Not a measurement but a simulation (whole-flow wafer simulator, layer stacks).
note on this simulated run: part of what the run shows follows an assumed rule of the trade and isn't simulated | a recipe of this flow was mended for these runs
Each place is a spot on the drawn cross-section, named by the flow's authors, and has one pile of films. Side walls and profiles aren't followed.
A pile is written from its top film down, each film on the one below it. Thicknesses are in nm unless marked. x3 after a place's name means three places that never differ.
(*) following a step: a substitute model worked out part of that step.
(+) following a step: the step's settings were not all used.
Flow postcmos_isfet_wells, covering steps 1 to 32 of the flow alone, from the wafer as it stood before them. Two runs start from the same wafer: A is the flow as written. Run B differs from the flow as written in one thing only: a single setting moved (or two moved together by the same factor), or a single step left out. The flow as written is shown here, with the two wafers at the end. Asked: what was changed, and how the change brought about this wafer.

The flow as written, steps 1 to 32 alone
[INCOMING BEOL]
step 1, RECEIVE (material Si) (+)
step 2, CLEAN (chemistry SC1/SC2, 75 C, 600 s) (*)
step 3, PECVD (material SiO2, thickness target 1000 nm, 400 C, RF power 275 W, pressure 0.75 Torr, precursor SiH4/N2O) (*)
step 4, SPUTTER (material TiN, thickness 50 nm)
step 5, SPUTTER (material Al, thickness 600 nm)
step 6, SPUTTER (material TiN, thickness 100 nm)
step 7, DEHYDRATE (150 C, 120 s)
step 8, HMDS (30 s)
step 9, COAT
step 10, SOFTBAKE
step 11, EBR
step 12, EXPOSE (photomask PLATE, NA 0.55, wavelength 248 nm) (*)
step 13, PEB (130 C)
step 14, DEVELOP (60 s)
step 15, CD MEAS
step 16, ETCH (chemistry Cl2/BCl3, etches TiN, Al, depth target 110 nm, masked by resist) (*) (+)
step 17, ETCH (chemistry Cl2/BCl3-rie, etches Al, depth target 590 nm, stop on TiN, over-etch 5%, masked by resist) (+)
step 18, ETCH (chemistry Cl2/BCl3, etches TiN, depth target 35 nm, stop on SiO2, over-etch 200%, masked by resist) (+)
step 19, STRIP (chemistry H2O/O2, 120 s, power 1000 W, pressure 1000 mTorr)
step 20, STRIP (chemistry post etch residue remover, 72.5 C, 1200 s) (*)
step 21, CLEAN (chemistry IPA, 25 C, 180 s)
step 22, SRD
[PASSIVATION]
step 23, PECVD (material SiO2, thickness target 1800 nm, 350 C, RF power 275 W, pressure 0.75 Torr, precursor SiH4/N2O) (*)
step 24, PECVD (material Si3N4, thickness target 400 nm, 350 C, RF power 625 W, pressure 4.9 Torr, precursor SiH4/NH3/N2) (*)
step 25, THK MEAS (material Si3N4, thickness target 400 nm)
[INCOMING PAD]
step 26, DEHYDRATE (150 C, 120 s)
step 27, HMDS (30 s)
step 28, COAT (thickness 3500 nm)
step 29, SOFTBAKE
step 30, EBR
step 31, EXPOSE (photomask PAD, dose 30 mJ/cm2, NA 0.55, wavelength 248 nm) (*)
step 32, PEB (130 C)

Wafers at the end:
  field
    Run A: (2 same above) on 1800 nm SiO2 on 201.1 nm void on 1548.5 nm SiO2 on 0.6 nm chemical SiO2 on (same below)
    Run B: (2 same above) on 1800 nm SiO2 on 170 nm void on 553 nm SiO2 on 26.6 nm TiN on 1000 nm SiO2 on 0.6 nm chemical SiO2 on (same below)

The reason: step 16, ETCH: depth target 55 nm was run, though the flow has depth target 110 nm.

How this came from the change, step by step:
  step 16, ETCH (chemistry Cl2/BCl3, etches TiN, Al, depth target 110 nm, masked by resist) (*) (+)
      field: A -100 TiN (all of it), -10 Al | B -55 TiN
      margin x8: A -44 thick-KrF-resist | B -22 thick-KrF-resist
  step 17, ETCH (chemistry Cl2/BCl3-rie, etches Al, depth target 590 nm, stop on TiN, over-etch 5%, masked by resist) (+)
      field: A -590 Al (all of it), -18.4 TiN | B -45 TiN (all of it), -518 Al
  step 18, ETCH (chemistry Cl2/BCl3, etches TiN, depth target 35 nm, stop on SiO2, over-etch 200%, masked by resist) (+)
      field: A -31.6 TiN (all of it), -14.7 SiO2 | B -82 Al (all of it), -23 TiN
      margin x8: A -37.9 thick-KrF-resist | B -42 thick-KrF-resist
  step 19, STRIP (chemistry H2O/O2, 120 s, power 1000 W, pressure 1000 mTorr)
      margin x8: A -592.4 thick-KrF-resist (all of it) | B -610.2 thick-KrF-resist (all of it)
  step 23, PECVD (material SiO2, thickness target 1800 nm, 350 C, RF power 275 W, pressure 0.75 Torr, precursor SiH4/N2O) (*)
      field: A +1800 SiO2 (new film), +201.1 void (new film), +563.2 SiO2 | B +1800 SiO2 (new film), +170 void (new film), +553 SiO2 (new film)
Taking metal films that touch as one body, field has 1 body; the flow as written gives 0 bodies.
